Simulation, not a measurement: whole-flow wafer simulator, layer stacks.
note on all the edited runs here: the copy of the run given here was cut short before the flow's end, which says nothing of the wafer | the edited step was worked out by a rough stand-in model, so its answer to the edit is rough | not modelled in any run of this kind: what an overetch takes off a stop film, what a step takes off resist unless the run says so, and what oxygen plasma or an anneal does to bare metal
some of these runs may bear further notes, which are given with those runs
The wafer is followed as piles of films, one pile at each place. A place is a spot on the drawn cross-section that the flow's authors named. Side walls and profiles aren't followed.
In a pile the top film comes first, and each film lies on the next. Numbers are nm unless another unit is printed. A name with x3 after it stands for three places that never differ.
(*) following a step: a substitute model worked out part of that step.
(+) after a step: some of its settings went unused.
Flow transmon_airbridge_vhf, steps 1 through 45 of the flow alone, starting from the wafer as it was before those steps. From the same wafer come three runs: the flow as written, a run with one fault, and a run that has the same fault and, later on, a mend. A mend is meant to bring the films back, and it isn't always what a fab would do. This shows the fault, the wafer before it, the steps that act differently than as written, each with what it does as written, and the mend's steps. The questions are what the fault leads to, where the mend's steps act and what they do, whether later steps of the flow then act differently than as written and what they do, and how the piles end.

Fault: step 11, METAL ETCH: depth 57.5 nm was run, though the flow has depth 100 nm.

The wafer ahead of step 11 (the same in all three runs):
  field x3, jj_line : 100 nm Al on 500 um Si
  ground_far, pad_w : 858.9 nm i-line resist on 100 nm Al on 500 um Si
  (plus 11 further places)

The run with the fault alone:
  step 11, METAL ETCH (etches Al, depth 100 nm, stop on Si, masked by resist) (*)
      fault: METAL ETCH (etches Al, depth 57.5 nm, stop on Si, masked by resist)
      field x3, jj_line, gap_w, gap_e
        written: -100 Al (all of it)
        fault: -57.5 Al
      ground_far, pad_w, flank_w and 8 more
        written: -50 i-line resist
        fault: -28.8 i-line resist
  Steps further on in the flow that do not act as written (not shown: 14 more steps that differ only slightly, by at most 2% or 0.5 nm, whichever is larger):
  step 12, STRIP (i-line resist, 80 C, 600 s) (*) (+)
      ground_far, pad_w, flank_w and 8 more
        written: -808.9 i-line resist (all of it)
        fault: -830.2 i-line resist (all of it)
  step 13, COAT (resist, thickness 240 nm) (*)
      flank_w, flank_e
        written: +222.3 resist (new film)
        fault: +229.3 resist (new film)
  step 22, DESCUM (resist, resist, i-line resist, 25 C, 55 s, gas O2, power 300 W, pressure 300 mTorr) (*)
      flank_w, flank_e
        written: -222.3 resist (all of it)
        fault: -229.3 resist (all of it)
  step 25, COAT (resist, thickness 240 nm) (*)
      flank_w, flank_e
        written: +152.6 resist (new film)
        fault: +157.4 resist (new film)
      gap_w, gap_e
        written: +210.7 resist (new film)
        fault: +206.2 resist (new film)
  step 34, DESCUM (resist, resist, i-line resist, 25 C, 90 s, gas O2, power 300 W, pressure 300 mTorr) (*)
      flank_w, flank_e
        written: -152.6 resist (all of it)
        fault: -157.4 resist (all of it)
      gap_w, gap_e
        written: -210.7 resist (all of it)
        fault: -206.2 resist (all of it)
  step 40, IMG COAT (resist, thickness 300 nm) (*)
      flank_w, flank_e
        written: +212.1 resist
        fault: +218.7 resist
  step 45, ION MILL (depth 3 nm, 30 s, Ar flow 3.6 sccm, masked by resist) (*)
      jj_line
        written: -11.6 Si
        fault: -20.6 Al
  At field x3, jj_line, gap_w, gap_e, the piles at the end differ from the flow's by more than 2% or 0.5 nm, whichever is larger.
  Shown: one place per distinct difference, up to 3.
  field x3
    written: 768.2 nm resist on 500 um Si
    fault: 768.2 nm resist on 42.5 nm Al on 500 um Si
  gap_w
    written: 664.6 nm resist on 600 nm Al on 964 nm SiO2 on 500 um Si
    fault: 652.8 nm resist on 600 nm Al on 964 nm SiO2 on 42.5 nm Al on 500 um Si
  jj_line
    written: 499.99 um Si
    fault: 21.9 nm Al on 500 um Si

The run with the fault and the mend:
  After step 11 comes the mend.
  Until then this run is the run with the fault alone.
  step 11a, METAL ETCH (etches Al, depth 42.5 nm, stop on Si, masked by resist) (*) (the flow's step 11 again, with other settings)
      ground_far, pad_w, flank_w and 8 more
        -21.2 i-line resist
      field x3, jj_line, gap_w, gap_e
        -42.5 Al (all of it)
  Later steps of the flow that are run all act as written at every place that is followed.
  At every place that both follow, the piles at the end match the flow's.
